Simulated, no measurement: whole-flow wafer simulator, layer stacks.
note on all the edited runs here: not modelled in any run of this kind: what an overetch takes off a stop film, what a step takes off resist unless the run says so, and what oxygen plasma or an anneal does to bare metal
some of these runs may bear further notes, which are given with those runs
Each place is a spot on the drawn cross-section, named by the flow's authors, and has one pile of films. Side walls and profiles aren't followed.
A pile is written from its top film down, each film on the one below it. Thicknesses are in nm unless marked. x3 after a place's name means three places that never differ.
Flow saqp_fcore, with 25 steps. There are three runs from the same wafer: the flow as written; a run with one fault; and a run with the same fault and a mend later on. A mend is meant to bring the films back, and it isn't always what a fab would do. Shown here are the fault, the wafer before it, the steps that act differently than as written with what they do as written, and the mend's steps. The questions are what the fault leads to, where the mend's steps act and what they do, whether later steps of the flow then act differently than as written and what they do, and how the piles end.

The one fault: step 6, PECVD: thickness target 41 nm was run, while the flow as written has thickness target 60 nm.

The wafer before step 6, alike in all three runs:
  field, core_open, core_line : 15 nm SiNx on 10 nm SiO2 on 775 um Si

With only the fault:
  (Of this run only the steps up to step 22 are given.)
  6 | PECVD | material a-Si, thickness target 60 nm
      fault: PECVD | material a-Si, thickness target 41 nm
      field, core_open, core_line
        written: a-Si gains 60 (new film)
        fault: a-Si gains 41 (new film)
  None of the later steps of the flow up to step 22 acts differently than as written at any place that is followed.
  The piles after step 22 differ from the flow's at field, core_open, core_line by more than 2% or 0.5 nm, whichever is larger.
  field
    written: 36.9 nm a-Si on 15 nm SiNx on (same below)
    fault: 17.9 nm a-Si on 15 nm SiNx on (same below)
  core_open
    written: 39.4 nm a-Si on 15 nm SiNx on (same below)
    fault: 20.4 nm a-Si on 15 nm SiNx on (same below)
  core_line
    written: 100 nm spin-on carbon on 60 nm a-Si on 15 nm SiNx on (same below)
    fault: 100 nm spin-on carbon on 41 nm a-Si on 15 nm SiNx on (same below)

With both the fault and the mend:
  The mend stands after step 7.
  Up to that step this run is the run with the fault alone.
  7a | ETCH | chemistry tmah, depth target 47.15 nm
      field, core_open, core_line
        a-Si loses 41 (all of it)
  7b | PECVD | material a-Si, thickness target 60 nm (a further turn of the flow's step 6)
      field, core_open, core_line
        a-Si gains 60 (new film)
  None of the later steps of the flow acts differently than as written at any place that is followed.
  The piles end the same as the flow's at every place that both follow.
